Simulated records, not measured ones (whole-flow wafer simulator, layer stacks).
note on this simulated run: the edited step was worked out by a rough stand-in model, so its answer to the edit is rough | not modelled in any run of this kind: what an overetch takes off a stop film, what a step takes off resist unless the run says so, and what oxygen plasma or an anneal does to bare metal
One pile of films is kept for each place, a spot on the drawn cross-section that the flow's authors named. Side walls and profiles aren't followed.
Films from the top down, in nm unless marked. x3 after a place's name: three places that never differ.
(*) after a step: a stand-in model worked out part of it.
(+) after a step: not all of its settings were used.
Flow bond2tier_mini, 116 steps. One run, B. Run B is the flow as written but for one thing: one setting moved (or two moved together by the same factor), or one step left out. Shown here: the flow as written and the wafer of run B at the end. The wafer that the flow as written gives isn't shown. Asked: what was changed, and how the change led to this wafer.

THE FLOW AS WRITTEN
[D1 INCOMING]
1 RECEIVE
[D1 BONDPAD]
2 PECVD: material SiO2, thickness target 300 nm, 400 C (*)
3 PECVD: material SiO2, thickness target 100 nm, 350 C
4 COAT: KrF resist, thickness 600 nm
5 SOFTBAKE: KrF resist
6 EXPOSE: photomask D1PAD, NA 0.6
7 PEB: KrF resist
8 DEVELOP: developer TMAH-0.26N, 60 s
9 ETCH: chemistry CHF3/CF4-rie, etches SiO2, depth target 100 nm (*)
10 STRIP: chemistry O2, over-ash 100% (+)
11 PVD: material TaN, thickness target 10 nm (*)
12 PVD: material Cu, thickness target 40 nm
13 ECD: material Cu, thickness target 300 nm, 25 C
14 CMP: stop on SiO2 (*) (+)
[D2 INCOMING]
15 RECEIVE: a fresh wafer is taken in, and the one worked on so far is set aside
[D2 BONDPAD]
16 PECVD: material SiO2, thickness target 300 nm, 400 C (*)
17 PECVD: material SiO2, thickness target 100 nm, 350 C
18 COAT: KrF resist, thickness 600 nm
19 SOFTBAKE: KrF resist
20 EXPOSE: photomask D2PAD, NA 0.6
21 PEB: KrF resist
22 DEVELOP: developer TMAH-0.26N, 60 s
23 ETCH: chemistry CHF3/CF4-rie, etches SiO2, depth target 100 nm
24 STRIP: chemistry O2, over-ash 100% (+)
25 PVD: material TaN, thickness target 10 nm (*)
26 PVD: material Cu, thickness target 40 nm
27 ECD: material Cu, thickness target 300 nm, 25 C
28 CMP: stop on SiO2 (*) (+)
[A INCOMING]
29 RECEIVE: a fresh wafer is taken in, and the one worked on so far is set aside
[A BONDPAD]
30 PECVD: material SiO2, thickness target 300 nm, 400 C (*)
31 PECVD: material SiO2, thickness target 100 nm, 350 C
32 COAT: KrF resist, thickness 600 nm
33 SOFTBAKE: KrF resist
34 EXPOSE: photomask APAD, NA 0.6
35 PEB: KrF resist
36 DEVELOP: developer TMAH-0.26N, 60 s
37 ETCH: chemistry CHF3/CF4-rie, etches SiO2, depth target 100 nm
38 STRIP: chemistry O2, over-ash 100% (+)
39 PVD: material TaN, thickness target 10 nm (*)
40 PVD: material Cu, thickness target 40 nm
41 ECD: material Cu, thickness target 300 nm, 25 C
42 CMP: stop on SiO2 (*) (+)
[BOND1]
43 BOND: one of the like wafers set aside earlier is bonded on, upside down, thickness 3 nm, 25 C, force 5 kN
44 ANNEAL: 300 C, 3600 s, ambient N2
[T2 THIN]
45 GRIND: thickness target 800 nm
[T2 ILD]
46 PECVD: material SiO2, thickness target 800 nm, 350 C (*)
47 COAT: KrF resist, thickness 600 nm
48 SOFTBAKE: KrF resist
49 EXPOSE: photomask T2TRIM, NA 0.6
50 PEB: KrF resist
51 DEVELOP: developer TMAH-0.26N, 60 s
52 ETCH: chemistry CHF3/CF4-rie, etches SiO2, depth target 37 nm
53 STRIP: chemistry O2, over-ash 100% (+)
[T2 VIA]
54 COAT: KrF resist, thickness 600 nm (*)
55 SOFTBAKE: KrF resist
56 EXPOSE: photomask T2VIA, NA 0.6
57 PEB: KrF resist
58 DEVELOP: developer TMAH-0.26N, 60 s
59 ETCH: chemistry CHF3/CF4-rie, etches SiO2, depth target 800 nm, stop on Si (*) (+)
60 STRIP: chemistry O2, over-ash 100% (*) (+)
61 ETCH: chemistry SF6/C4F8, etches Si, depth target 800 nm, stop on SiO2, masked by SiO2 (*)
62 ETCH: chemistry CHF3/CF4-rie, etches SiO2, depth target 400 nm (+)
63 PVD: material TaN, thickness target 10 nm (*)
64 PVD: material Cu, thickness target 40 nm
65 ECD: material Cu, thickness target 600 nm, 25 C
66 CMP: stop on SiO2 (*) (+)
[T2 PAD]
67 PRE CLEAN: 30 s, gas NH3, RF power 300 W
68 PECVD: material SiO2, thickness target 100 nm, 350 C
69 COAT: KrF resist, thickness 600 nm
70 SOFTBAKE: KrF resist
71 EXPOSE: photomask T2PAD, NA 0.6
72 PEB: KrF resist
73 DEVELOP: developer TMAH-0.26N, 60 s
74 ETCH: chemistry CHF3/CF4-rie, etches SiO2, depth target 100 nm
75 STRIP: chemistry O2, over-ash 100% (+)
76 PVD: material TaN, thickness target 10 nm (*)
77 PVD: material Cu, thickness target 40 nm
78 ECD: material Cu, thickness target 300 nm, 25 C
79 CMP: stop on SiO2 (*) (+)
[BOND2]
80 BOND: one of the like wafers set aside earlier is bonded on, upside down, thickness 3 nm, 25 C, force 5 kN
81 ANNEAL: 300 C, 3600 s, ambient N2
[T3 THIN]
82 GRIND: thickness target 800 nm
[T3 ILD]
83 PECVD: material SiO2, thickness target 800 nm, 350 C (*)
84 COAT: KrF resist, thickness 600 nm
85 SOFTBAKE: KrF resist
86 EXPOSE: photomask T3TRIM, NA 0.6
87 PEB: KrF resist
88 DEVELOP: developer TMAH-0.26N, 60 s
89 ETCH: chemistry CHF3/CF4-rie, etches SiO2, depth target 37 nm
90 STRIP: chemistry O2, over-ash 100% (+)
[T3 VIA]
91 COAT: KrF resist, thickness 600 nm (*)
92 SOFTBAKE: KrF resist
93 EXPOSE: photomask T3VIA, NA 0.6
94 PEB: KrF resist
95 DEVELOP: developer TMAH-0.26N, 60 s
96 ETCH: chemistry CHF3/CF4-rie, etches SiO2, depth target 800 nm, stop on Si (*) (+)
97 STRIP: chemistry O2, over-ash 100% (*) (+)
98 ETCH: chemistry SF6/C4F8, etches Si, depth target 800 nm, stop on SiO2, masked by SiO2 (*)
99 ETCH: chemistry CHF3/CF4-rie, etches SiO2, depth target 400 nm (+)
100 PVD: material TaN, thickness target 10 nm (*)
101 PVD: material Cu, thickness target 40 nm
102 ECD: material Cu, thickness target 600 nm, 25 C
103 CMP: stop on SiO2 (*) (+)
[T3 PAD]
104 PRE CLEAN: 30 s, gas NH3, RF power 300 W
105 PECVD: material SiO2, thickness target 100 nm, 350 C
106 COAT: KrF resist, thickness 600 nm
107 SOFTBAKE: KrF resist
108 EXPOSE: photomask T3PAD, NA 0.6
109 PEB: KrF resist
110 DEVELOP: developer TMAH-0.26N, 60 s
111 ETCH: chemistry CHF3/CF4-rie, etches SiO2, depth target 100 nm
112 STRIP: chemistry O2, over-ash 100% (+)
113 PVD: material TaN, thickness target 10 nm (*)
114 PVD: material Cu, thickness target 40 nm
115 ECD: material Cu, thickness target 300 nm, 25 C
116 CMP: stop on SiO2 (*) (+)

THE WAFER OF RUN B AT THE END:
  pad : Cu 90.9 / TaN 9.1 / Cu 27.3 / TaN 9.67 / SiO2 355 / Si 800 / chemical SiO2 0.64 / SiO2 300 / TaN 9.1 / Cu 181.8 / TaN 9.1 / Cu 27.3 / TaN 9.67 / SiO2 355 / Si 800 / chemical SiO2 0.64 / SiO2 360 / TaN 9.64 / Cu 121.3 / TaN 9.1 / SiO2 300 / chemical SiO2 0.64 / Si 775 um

The cause: step 9, ETCH: depth target 40 nm was run, where the flow has depth target 100 nm.

How the change led to this, step by step:
  9 ETCH: chemistry CHF3/CF4-rie, etches SiO2, depth target 100 nm (*)
      pad, via: SiO2 -40 (as written it would be: SiO2 -100)
      field: KrF resist -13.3 (as written it would be: KrF resist -33.3)
  10 STRIP: chemistry O2, over-ash 100% (+)
      field: KrF resist -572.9 (all of it) (as written it would be: KrF resist -552.9 (all of it))
  11 PVD: material TaN, thickness target 10 nm (*)
      pad: TaN +9.64 (new film) (as written it would be: TaN +9.1 (new film))
  12 PVD: material Cu, thickness target 40 nm
      pad: Cu +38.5 (new film) (as written it would be: Cu +36.4 (new film))
  13 ECD: material Cu, thickness target 300 nm, 25 C
      pad: Cu +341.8 (as written it would be: Cu +404.5)
      via: Cu +340 (as written it would be: Cu +400.2)
  43 BOND: one of the like wafers set aside earlier is bonded on, upside down, thickness 3 nm, 25 C, force 5 kN
      pad: Si +775 um (new film), chemical SiO2 +0.64 (new film), SiO2 +360 (new film), TaN +9.64 (new film), Cu +30.4 (as written it would be: Si +775 um (new film), chemical SiO2 +0.64 (new film), SiO2 +300 (new film), TaN +9.1 (new film), Cu +90.9)
      via: Si +775 um (new film), chemical SiO2 +0.64 (new film), SiO2 +360 (new film), TaN +10 (new film), Cu +30 (as written it would be: Si +775 um (new film), chemical SiO2 +0.64 (new film), SiO2 +300 (new film), TaN +9.97 (new film), Cu +90)
